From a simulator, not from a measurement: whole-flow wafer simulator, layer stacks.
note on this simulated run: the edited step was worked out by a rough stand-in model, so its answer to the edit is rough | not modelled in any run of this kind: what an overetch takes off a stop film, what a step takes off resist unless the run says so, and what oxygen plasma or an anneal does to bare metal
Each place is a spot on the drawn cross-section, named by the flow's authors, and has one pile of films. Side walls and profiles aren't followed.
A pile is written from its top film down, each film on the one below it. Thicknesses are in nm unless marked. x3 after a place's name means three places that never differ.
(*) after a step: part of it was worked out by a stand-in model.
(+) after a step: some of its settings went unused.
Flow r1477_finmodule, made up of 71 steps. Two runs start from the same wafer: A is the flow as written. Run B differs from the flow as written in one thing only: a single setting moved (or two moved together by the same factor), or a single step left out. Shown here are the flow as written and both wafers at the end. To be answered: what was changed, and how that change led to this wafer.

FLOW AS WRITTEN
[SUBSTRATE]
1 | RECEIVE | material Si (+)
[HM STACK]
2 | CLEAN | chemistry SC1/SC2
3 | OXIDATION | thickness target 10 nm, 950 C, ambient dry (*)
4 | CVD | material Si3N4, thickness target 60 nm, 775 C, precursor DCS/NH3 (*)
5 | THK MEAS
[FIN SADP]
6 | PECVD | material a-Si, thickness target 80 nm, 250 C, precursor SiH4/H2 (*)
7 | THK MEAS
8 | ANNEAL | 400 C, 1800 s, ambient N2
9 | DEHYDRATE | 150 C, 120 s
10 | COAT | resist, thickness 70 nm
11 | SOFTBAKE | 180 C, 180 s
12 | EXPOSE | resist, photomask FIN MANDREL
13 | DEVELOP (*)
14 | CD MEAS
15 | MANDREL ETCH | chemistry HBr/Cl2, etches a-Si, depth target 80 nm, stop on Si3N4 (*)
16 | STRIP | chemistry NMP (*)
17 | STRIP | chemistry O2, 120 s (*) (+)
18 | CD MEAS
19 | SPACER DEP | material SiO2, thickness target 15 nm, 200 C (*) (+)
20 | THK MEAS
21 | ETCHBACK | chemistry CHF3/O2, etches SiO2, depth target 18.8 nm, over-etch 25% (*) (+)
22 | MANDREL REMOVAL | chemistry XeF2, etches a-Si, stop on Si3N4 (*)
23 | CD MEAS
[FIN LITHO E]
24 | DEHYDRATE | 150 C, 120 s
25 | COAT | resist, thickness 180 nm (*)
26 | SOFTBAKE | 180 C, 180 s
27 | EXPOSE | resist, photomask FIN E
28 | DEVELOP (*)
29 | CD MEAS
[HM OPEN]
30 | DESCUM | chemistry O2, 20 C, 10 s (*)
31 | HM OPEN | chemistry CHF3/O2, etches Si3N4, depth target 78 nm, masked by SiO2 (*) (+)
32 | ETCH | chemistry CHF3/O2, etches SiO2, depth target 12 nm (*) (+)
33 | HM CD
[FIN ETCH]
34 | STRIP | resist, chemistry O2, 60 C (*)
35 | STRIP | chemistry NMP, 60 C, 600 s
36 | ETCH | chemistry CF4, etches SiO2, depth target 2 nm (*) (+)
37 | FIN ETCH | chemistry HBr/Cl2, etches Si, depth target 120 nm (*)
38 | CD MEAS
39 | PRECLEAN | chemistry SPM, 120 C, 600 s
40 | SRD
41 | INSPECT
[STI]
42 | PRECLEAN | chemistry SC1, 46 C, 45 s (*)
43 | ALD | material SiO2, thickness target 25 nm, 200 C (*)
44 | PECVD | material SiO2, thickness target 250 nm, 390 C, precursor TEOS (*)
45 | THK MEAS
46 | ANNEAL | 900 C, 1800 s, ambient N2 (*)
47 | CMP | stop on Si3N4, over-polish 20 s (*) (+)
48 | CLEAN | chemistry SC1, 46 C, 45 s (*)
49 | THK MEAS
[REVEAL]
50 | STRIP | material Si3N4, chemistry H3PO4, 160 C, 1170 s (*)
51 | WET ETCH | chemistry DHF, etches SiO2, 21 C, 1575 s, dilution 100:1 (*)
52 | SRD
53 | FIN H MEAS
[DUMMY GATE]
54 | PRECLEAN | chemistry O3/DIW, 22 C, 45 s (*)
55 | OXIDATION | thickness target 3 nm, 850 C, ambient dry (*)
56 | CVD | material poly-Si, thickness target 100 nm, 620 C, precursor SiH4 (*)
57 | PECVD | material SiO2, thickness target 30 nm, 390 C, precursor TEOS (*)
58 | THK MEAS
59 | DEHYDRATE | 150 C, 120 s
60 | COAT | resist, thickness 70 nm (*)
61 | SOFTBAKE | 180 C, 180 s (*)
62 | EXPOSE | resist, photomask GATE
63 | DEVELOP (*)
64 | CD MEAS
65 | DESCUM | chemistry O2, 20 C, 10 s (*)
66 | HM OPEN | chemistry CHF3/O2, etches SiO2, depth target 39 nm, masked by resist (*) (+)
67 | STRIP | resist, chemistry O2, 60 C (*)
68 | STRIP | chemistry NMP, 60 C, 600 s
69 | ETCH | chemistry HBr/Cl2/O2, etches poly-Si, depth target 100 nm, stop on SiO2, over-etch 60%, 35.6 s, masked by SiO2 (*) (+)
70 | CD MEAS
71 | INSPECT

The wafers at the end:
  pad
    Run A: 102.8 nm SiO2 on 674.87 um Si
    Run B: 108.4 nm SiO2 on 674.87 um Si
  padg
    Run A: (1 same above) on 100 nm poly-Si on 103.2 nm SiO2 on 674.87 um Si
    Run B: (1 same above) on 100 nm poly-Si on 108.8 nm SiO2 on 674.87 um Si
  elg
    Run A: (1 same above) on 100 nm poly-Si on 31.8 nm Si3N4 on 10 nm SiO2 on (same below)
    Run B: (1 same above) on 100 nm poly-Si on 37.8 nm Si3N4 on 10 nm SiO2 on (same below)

What caused this: step 4, CVD: thickness target 66 nm was run, while the flow as written has thickness target 60 nm.

The path from the change to this, step by step:
  4 | CVD | material Si3N4, thickness target 60 nm, 775 C, precursor DCS/NH3 (*)
      pad, padg, elg and 33 more: A Si3N4 gains 60 (new film) | B Si3N4 gains 66 (new film)
  31 | HM OPEN | chemistry CHF3/O2, etches Si3N4, depth target 78 nm, masked by SiO2 (*) (+)
      pad, padg, esg and 13 more: A Si3N4 loses 56.4 (all of it), SiO2 loses 10 (all of it) | B Si3N4 loses 62.4 (all of it), SiO2 loses 7.81
      s40cg, s45cg, s50cg, s40co, s45co, s50co: A Si3N4 loses 60 (all of it), SiO2 loses 9 | B Si3N4 loses 66 (all of it), SiO2 loses 6
  32 | ETCH | chemistry CHF3/O2, etches SiO2, depth target 12 nm (*) (+)
      pad, padg, e40sg and 11 more: A Si loses 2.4 | B SiO2 loses 2.19 (all of it), Si loses 1.96
      esg, eso: A Si loses 1.77 | B SiO2 loses 2.19 (all of it), Si loses 1.96
      (and at 6 other places as well)
  43 | ALD | material SiO2, thickness target 25 nm, 200 C (*)
      s40cg, s45cg, s50cg, s40co, s45co, s50co: A SiO2 gains 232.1 (new film) | B SiO2 gains 237.5 (new film)
      esg: A SiO2 gains 194.3 (new film) | B SiO2 gains 200.4 (new film)
  47 | CMP | stop on Si3N4, over-polish 20 s (*) (+)
      pad, padg, e40sg and 11 more: A SiO2 loses 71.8 | B SiO2 loses 66.2
      eso: A SiO2 loses 72.4 | B SiO2 loses 66.2
  50 | STRIP | material Si3N4, chemistry H3PO4, 160 C, 1170 s (*)
      s40sg_line, s45sg_line, s50sg_line, s40so_line, s45so_line, s50so_line: A Si3N4 loses 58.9 (all of it), SiO2 loses 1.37 | B Si3N4 loses 64.9 (all of it), SiO2 loses 1.18
  56 | CVD | material poly-Si, thickness target 100 nm, 620 C, precursor SiH4 (*)
      s40cg, s40co: A poly-Si gains 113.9 (new film) | B poly-Si gains 107.9 (new film)
      s45cg, s45co: A poly-Si gains 113.4 (new film) | B poly-Si gains 107.4 (new film)
      (and at 2 other places as well)
  60 | COAT | resist, thickness 70 nm (*)
      s40sg, s40so: A resist gains 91 (new film) | B resist gains 85.3 (new film)
      s45sg, s45so: A resist gains 91 (new film) | B resist gains 85.2 (new film)
      (and at 2 other places as well)
  63 | DEVELOP (*)
      s40so: A resist loses 91 (all of it) | B resist loses 85.3 (all of it)
      s45so: A resist loses 91 (all of it) | B resist loses 85.2 (all of it)
      (and at 1 other place as well)
  67 | STRIP | resist, chemistry O2, 60 C (*)
      s40sg: A resist loses 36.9 (all of it) | B resist loses 31.2 (all of it)
      s45sg: A resist loses 36.9 (all of it) | B resist loses 31.1 (all of it)
      (and at 1 other place as well)
  69 | ETCH | chemistry HBr/Cl2/O2, etches poly-Si, depth target 100 nm, stop on SiO2, over-etch 60%, 35.6 s, masked by SiO2 (*) (+)
      s40co: A chemical SiO2 loses 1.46 (all of it), poly-Si loses 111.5 (all of it), SiO2 loses 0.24 | B chemical SiO2 loses 1.46 (all of it), poly-Si loses 105.5 (all of it), SiO2 loses 0.27
      s45co: A chemical SiO2 loses 1.46 (all of it), poly-Si loses 110.9 (all of it), SiO2 loses 0.25 | B chemical SiO2 loses 1.46 (all of it), poly-Si loses 104.9 (all of it), SiO2 loses 0.28
      (and at 1 other place as well)
